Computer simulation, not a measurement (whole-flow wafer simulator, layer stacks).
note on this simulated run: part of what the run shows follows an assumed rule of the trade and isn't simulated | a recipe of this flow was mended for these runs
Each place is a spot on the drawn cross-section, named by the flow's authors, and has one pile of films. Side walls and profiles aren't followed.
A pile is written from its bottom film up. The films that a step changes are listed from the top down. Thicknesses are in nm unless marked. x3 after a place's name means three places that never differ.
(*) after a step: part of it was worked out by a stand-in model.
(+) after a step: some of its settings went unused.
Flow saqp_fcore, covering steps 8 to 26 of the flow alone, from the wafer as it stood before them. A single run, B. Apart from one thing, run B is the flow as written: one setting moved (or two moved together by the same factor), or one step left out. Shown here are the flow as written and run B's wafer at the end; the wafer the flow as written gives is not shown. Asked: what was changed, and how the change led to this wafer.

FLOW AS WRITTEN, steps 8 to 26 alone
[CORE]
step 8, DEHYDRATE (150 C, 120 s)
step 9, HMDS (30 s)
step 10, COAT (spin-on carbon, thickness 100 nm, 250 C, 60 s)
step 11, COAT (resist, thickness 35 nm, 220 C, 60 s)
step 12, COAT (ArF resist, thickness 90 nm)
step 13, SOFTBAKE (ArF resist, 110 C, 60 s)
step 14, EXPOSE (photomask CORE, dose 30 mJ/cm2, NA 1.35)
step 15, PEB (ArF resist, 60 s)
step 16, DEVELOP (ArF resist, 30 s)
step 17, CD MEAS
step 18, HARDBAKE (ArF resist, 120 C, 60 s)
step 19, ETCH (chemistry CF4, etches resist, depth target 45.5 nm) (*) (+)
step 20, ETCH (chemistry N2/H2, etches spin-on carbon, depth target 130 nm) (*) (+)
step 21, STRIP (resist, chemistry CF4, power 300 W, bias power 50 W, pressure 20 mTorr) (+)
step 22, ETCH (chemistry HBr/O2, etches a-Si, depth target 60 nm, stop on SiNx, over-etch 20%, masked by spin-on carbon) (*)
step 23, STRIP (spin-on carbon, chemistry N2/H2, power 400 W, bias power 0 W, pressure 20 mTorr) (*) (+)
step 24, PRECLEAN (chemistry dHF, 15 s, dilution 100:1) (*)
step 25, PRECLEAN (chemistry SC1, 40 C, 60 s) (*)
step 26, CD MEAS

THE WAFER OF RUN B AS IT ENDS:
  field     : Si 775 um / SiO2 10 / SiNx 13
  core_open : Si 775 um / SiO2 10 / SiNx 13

What caused this: step 11, COAT: resist, thickness 35 nm, 220 C, 60 s, was not run.

The path from the change to this, step by step:
  step 19, ETCH (chemistry CF4, etches resist, depth target 45.5 nm) (*) (+)
      field, core_open: spin-on carbon loses 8 (as written it would have been: resist loses 35 (all of it), spin-on carbon loses 5.25)
      core_line: ArF resist loses 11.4 (as written it would have been: ArF resist loses 32.5)
  step 20, ETCH (chemistry N2/H2, etches spin-on carbon, depth target 130 nm) (*) (+)
      core_line: ArF resist loses 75 (all of it), spin-on carbon loses 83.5 (as written it would have been: ArF resist loses 53.9 (all of it), resist loses 6.44)
      field, core_open: spin-on carbon loses 92 (all of it), a-Si loses 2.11 (as written it would have been: spin-on carbon loses 94.8 (all of it), a-Si loses 1.96)
  step 21, STRIP (resist, chemistry CF4, power 300 W, bias power 50 W, pressure 20 mTorr) (+)
      core_line: nothing (as written it would have been: resist loses 28.6 (all of it))
      field: a-Si loses 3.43 (as written it would have been: a-Si loses 21.2)
      (also at 1 further place)
  step 22, ETCH (chemistry HBr/O2, etches a-Si, depth target 60 nm, stop on SiNx, over-etch 20%, masked by spin-on carbon) (*)
      field: a-Si loses 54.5 (all of it), SiNx loses 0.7 (as written it would have been: a-Si loses 36.8 (all of it), SiNx loses 1.41)
      core_open: a-Si loses 54.5 (all of it), SiNx loses 0.7 (as written it would have been: a-Si loses 39.4 (all of it), SiNx loses 1.3)
      (also at 1 further place)
  step 23, STRIP (spin-on carbon, chemistry N2/H2, power 400 W, bias power 0 W, pressure 20 mTorr) (*) (+)
      core_line: spin-on carbon loses 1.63 (all of it) (as written it would have been: spin-on carbon loses 88.8 (all of it))
